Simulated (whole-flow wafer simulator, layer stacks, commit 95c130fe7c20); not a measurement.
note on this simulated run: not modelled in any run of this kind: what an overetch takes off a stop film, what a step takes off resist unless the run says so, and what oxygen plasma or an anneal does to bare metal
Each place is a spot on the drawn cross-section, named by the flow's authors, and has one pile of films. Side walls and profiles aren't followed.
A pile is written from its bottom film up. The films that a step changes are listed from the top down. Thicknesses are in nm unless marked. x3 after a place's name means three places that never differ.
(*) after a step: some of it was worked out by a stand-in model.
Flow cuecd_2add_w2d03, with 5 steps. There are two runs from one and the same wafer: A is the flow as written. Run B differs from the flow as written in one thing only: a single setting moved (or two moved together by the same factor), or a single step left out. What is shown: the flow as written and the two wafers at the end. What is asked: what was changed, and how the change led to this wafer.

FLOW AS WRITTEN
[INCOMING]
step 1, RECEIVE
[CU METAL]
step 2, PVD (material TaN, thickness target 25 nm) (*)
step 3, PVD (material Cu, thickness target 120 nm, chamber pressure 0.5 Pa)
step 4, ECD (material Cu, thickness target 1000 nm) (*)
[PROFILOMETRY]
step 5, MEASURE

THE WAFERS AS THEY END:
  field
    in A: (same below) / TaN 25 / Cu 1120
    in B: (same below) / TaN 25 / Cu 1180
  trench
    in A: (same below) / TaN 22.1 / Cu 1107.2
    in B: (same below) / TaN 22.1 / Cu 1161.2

The reason: step 3, PVD: thickness target 180 nm was run, though the flow has thickness target 120 nm.

Step by step, how the change led to this:
  step 3, PVD (material Cu, thickness target 120 nm, chamber pressure 0.5 Pa)
      field: A +120 Cu (new film) | B +180 Cu (new film)
      trench: A +107.2 Cu (new film) | B +161.2 Cu (new film)
